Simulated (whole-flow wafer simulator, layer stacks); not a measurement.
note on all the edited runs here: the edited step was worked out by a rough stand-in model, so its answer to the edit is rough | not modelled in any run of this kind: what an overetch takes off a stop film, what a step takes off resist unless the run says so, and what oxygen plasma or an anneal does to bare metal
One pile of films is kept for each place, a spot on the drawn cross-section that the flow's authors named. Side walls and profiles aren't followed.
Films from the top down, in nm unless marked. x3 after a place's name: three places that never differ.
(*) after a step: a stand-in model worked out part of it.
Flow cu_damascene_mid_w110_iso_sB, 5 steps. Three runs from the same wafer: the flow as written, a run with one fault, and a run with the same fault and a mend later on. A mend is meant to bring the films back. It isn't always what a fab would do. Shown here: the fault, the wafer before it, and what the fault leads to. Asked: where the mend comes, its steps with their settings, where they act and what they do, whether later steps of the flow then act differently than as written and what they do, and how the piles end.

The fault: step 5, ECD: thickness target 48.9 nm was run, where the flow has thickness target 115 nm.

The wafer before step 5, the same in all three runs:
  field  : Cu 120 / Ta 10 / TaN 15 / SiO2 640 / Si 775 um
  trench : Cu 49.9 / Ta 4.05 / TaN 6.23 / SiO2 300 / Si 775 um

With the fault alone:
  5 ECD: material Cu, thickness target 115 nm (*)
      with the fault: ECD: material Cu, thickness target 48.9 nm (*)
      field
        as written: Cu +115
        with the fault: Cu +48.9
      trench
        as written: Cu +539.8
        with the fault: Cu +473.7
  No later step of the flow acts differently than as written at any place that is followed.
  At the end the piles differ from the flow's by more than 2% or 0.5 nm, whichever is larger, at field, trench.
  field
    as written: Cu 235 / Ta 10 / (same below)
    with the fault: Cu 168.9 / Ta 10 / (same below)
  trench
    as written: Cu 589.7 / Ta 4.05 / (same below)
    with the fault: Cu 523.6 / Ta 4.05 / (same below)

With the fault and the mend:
  The mend comes after step 5.
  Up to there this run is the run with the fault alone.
  5a ECD: material Cu, thickness target 66.1 nm (the flow's step 5 once more, with other settings)
      field, trench
        Cu +66.1
  No later step of the flow acts differently than as written at any place that is followed.
  At the end the piles are the same as the flow's at every place that both follow.
